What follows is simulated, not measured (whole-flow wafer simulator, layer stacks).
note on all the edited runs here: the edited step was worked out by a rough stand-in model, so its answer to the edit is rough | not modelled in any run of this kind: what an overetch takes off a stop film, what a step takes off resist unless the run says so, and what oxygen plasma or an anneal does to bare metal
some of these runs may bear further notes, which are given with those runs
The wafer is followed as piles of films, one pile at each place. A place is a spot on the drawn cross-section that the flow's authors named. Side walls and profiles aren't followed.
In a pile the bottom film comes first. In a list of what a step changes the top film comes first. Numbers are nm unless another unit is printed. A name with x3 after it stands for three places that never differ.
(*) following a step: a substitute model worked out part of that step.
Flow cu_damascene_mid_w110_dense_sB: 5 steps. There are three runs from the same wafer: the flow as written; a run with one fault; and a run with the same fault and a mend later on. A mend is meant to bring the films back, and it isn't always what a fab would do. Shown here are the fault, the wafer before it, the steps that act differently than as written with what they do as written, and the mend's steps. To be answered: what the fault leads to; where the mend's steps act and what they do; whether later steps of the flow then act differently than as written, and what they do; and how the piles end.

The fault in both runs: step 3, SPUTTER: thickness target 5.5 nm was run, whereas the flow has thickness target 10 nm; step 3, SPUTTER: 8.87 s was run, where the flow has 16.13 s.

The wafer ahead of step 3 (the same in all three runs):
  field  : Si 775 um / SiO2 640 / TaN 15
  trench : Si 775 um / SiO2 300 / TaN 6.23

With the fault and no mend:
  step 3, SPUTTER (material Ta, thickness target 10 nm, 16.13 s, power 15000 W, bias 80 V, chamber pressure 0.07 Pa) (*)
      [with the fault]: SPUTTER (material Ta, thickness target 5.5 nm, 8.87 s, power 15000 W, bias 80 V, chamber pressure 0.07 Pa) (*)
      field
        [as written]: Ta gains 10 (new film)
        [with the fault]: Ta gains 5.5 (new film)
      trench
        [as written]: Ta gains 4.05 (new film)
        [with the fault]: Ta gains 2.22 (new film)
  Later steps of the flow that are run all act as written at every place that is followed, up to a difference of at most 2% or 0.5 nm, whichever is larger.
  At field, trench, the piles at the end differ from the flow's by more than 2% or 0.5 nm, whichever is larger.
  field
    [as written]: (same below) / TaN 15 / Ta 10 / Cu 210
    [with the fault]: (same below) / TaN 15 / Ta 5.5 / Cu 210
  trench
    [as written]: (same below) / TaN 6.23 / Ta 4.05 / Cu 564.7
    [with the fault]: (same below) / TaN 6.23 / Ta 2.22 / Cu 562

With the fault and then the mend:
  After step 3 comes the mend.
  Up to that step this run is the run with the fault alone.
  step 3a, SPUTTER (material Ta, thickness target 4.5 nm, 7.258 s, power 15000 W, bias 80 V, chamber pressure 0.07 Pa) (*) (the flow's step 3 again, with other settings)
      field
        Ta gains 4.5
      trench
        Ta gains 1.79
  Later steps of the flow that are run all act as written at every place that is followed.
  The piles end only slightly different from the flow's at the places that both follow, by no more than 2% or 0.5 nm, whichever is larger.
